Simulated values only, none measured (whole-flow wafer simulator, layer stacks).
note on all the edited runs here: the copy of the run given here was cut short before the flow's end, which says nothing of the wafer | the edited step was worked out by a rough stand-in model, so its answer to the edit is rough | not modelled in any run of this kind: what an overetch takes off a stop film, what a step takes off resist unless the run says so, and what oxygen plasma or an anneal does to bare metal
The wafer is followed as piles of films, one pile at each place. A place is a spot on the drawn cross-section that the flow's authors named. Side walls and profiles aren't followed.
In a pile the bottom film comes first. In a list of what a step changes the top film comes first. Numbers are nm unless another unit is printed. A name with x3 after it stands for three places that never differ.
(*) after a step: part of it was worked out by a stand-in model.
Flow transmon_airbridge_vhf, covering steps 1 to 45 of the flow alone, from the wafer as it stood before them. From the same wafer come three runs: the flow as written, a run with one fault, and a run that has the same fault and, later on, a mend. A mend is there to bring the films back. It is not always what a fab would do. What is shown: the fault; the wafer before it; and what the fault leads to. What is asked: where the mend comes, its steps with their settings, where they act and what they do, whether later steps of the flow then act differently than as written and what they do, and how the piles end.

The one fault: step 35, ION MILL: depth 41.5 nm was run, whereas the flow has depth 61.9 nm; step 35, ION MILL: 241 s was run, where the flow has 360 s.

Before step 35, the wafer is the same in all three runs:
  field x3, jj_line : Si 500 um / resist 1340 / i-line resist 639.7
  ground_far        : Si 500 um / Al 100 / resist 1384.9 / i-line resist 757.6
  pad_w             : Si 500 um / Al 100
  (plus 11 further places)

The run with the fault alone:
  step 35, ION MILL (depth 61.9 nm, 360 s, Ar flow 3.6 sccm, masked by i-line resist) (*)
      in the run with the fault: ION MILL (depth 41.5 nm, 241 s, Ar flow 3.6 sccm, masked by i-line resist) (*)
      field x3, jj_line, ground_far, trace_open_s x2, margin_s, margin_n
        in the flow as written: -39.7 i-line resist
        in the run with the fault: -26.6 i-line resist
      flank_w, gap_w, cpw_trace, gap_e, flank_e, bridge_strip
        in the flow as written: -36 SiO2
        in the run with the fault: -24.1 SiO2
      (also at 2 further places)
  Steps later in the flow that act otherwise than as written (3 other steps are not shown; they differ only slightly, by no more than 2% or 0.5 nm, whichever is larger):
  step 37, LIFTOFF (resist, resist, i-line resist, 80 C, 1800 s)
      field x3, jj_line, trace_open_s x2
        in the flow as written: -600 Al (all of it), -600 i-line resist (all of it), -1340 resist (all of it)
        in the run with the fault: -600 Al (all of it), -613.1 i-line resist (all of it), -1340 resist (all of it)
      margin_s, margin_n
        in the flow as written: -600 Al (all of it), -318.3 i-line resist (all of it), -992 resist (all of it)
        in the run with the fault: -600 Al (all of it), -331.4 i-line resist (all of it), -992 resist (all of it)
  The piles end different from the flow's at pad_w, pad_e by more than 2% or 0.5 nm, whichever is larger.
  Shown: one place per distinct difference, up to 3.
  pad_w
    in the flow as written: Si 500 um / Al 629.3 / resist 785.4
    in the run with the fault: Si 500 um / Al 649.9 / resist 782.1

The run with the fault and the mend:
  The mend stands after step 35.
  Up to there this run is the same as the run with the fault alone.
  step 35a, ION MILL (depth 20.4 nm, 118.6 s, Ar flow 3.6 sccm, masked by i-line resist) (*) (the flow's step 35, run once more with other settings)
      field x3, jj_line, ground_far, trace_open_s x2, margin_s, margin_n
        -13.1 i-line resist
      flank_w, gap_w, cpw_trace, gap_e, flank_e, bridge_strip
        -11.9 SiO2
      pad_w, pad_e
        -20.4 Al
  Later steps of the flow that are run all act as written at every place that is followed, up to a difference of at most 2% or 0.5 nm, whichever is larger.
  At the end the piles are close to the flow's at the places that both follow, differing by at most 2% or 0.5 nm, whichever is larger.
